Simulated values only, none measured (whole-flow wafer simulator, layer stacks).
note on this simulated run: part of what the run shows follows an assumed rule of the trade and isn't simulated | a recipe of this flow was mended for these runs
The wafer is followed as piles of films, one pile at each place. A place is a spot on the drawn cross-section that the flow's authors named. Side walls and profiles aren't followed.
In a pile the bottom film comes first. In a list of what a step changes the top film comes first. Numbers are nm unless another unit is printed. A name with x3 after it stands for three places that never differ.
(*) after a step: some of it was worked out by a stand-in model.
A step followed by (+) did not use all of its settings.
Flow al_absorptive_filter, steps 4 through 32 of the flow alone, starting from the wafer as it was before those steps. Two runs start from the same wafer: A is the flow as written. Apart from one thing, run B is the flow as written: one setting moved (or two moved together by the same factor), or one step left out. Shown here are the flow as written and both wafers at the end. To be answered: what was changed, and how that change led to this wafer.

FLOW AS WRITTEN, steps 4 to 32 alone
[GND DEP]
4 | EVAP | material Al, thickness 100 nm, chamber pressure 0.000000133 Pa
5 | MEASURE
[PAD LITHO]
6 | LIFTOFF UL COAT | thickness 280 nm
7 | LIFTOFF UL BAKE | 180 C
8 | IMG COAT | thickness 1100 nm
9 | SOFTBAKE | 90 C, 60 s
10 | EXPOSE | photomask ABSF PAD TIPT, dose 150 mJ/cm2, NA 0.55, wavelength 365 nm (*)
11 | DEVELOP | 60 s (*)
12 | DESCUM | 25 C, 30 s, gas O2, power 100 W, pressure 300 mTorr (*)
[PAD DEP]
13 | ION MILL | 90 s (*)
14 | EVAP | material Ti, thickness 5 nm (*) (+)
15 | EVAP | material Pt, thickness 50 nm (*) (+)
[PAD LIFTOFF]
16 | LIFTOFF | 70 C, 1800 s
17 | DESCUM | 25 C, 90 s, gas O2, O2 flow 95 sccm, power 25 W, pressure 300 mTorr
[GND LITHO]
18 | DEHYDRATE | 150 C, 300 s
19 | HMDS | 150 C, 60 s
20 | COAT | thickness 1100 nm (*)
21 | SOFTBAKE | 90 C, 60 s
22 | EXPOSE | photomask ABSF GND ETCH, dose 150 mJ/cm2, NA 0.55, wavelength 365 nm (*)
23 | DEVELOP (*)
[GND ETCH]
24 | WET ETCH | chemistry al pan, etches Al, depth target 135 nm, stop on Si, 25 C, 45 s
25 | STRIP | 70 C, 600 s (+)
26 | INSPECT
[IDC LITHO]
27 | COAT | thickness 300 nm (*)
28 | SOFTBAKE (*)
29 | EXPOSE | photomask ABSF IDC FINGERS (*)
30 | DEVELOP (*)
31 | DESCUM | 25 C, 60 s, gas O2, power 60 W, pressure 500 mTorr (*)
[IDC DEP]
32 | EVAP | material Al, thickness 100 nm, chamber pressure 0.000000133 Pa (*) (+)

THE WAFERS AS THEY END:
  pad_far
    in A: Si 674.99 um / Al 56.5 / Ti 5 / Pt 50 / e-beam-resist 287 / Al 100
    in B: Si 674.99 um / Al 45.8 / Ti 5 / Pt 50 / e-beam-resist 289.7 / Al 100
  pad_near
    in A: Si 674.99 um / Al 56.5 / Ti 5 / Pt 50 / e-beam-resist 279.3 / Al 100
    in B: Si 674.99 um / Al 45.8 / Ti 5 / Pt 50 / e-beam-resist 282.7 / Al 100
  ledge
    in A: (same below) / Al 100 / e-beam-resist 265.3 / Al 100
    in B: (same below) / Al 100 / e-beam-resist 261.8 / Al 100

The reason: step 13, ION MILL: 122 s was run, whereas the flow has 90 s.

Step by step, how the change led to this:
  13 | ION MILL | 90 s (*)
      gnd, ledge, res, xa_field x4, xl_gap, xl_turn, idc_field x2, idc_line: A -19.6 i-line-resist | B -26.6 i-line-resist
      pad_far, pad_near: A -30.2 Al | B -40.9 Al
